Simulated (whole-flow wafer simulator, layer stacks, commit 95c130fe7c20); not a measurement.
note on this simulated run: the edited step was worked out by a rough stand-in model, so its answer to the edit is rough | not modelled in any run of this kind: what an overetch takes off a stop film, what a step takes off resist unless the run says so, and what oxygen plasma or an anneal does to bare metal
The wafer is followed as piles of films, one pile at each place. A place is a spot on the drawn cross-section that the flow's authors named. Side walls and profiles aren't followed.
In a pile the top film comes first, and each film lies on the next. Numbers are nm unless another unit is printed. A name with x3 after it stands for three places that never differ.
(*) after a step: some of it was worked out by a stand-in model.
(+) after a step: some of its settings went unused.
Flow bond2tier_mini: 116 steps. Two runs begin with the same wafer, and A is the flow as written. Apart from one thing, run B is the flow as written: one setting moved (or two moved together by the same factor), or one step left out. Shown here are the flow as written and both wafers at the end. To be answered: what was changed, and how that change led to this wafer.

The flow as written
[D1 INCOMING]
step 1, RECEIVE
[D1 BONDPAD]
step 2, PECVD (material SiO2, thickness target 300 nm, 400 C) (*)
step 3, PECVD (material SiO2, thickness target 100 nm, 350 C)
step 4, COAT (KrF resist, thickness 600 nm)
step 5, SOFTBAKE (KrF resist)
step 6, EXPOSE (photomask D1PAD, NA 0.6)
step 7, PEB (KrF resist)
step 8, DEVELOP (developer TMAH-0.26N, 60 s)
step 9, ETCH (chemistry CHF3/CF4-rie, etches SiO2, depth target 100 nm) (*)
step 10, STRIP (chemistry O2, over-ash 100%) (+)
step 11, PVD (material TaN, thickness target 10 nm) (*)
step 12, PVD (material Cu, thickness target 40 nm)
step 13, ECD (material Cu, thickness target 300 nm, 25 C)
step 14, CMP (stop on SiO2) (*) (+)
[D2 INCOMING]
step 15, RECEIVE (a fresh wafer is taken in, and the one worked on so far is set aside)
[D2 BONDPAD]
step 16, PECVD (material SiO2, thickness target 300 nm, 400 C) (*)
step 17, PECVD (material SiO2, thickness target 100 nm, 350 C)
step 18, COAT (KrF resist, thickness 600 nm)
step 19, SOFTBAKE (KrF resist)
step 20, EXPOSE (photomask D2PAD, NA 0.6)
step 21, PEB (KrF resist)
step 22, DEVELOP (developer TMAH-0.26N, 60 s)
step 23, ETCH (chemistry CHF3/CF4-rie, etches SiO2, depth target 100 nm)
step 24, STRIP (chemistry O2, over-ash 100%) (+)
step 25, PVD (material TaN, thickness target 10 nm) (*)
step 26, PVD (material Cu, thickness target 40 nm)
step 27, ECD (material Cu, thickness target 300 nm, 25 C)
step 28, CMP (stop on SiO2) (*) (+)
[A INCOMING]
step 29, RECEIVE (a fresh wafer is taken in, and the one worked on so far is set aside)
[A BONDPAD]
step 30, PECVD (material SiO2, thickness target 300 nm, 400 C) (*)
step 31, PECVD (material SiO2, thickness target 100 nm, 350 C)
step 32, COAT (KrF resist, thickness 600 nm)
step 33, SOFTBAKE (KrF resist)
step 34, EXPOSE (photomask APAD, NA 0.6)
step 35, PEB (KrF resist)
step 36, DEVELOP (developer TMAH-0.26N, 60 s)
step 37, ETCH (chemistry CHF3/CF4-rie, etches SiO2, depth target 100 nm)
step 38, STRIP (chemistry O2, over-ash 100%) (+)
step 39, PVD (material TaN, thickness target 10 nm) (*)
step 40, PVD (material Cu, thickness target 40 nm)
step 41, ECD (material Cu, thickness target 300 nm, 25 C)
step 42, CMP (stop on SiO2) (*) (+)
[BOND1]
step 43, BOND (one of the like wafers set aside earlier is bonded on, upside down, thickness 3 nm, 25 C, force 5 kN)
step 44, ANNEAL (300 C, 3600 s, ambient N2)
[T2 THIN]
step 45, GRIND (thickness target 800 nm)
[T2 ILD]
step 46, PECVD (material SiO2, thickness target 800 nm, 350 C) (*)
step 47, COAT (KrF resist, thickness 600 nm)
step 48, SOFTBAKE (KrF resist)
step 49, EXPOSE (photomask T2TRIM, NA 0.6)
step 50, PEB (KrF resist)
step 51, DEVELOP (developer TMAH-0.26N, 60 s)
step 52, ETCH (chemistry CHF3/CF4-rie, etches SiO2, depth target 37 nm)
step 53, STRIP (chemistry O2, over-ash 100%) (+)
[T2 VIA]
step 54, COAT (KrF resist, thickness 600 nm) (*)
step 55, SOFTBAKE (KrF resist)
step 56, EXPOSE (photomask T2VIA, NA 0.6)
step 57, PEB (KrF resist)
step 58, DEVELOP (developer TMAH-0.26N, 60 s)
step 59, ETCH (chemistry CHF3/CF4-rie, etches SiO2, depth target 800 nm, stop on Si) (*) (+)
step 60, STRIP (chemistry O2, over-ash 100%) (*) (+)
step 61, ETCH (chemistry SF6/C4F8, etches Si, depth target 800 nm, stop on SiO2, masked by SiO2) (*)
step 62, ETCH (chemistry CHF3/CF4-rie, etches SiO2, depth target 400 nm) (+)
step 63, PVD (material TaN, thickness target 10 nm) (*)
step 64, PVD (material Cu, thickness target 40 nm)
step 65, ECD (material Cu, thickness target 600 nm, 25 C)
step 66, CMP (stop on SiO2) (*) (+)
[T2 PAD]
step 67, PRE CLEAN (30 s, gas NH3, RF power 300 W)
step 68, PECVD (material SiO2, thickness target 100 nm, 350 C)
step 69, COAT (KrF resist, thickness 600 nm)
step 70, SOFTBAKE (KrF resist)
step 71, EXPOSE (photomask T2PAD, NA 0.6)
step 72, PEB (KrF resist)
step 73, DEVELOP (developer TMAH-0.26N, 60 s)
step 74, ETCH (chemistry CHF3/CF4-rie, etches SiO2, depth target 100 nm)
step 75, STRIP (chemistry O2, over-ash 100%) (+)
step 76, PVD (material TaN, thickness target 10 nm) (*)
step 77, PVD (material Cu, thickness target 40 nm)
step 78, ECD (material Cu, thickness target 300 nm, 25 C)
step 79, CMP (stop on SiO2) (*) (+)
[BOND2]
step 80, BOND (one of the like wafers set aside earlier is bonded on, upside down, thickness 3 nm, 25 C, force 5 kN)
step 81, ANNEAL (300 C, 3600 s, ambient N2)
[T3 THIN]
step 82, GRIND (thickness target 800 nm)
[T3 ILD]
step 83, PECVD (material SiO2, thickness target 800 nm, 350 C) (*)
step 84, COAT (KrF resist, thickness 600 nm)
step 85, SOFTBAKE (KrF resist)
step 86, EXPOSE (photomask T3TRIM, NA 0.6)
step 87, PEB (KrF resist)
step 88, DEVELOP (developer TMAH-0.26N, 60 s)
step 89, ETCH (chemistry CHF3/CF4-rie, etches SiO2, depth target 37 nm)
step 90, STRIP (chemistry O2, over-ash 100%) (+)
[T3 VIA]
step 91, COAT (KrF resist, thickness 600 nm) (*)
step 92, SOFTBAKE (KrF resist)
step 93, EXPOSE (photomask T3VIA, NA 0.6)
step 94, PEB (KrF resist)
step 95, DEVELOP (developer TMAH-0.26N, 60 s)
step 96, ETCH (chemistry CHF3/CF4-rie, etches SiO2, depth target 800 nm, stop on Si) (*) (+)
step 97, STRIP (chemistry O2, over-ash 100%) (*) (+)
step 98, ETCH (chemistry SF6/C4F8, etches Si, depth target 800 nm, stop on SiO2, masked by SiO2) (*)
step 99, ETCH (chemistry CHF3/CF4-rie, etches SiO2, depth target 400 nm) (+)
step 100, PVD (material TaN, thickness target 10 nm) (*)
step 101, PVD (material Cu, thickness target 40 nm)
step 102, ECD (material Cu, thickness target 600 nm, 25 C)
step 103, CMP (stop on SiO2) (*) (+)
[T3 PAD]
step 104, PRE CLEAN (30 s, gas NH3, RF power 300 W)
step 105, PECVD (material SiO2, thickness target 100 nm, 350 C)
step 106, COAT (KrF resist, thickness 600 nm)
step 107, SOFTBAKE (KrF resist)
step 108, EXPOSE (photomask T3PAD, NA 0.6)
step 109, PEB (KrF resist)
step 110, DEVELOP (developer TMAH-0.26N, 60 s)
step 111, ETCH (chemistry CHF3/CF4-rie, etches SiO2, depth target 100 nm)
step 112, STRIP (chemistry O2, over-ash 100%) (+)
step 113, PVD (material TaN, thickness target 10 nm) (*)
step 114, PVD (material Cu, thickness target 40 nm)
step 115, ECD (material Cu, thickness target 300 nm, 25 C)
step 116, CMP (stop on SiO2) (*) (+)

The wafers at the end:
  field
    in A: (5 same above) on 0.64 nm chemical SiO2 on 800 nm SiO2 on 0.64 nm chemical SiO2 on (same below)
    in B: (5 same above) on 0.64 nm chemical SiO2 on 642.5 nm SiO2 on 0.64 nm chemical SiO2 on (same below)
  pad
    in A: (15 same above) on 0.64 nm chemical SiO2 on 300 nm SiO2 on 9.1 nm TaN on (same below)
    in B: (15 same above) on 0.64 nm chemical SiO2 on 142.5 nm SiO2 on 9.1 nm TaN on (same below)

Cause: step 2, PECVD: thickness target 142.5 nm was run, though the flow has thickness target 300 nm.
The wafer itself shows it: pad has SiO2 142.5, and step 2 as written asks for 300 nm.

Step by step, how the change led to this:
  step 2, PECVD (material SiO2, thickness target 300 nm, 400 C) (*)
      field, pad, via: A SiO2 gains 300 (new film) | B SiO2 gains 142.5 (new film)
  step 43, BOND (one of the like wafers set aside earlier is bonded on, upside down, thickness 3 nm, 25 C, force 5 kN)
      field: A Si gains 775 um (new film), chemical SiO2 gains 0.64 (new film), SiO2 gains 400 | B Si gains 775 um (new film), chemical SiO2 gains 0.64 (new film), SiO2 gains 242.5
      pad: A Si gains 775 um (new film), chemical SiO2 gains 0.64 (new film), SiO2 gains 300 (new film), TaN gains 9.1 (new film), Cu gains 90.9 | B Si gains 775 um (new film), chemical SiO2 gains 0.64 (new film), SiO2 gains 142.5 (new film), TaN gains 9.1 (new film), Cu gains 90.9
      (as well as at 1 more place)
